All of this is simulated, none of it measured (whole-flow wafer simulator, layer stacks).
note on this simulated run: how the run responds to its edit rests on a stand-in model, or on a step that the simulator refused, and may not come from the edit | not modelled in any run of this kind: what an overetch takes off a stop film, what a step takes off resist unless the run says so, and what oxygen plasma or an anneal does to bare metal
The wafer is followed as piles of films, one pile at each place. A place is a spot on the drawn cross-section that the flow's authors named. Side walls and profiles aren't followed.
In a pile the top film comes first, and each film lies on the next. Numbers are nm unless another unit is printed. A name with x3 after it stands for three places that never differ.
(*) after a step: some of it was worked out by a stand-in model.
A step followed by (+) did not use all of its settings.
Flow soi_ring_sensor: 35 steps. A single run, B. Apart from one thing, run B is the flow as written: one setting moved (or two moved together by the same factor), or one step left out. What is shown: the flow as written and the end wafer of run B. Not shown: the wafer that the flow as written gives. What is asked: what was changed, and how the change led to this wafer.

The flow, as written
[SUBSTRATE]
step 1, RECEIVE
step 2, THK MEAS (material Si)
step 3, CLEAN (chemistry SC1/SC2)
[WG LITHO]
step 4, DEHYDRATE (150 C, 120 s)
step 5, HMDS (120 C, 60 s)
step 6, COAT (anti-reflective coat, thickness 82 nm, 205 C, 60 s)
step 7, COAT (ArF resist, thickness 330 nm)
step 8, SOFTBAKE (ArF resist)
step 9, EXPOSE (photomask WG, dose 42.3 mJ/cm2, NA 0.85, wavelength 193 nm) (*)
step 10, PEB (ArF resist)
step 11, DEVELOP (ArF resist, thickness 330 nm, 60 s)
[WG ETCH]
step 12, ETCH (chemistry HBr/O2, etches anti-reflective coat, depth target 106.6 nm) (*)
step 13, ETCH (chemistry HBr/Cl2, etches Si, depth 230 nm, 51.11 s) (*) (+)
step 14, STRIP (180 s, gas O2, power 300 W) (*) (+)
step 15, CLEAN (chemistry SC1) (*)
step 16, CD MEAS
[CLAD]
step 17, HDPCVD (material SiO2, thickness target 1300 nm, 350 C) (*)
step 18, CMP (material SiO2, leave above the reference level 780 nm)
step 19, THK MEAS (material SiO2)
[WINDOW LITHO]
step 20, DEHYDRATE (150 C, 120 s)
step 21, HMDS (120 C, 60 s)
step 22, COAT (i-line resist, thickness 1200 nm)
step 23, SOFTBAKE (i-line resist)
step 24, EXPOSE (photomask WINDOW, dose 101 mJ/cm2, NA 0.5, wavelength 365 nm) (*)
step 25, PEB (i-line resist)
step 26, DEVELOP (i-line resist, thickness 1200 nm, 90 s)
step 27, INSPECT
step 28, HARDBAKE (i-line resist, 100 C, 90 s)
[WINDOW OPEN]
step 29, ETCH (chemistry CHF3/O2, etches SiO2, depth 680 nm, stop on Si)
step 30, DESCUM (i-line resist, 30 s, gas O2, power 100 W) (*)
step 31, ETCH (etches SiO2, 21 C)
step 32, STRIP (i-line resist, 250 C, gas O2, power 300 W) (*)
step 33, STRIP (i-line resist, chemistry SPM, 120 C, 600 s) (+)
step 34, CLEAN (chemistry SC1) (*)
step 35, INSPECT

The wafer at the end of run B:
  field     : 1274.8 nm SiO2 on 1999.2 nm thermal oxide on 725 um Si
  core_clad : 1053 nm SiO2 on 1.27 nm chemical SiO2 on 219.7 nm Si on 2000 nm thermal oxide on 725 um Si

The reason: step 18, CMP: leave above the reference level 1053 nm was run, while the flow as written has leave above the reference level 780 nm.
The wafer itself shows it: core_clad has SiO2 1053, and step 18 as written asks for 780 nm.

How this came from the change, step by step:
  step 18, CMP (material SiO2, leave above the reference level 780 nm)
      gap, window, field, gap_clad: -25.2 SiO2 (as written it would have been: -298.2 SiO2)
      core, core_clad: -247 SiO2 (as written it would have been: -520 SiO2)
  step 31, ETCH (etches SiO2, 21 C)
      core: -373 SiO2 (all of it), -1.27 chemical SiO2 (all of it) (as written it would have been: -100 SiO2 (all of it), -1.27 chemical SiO2 (all of it))
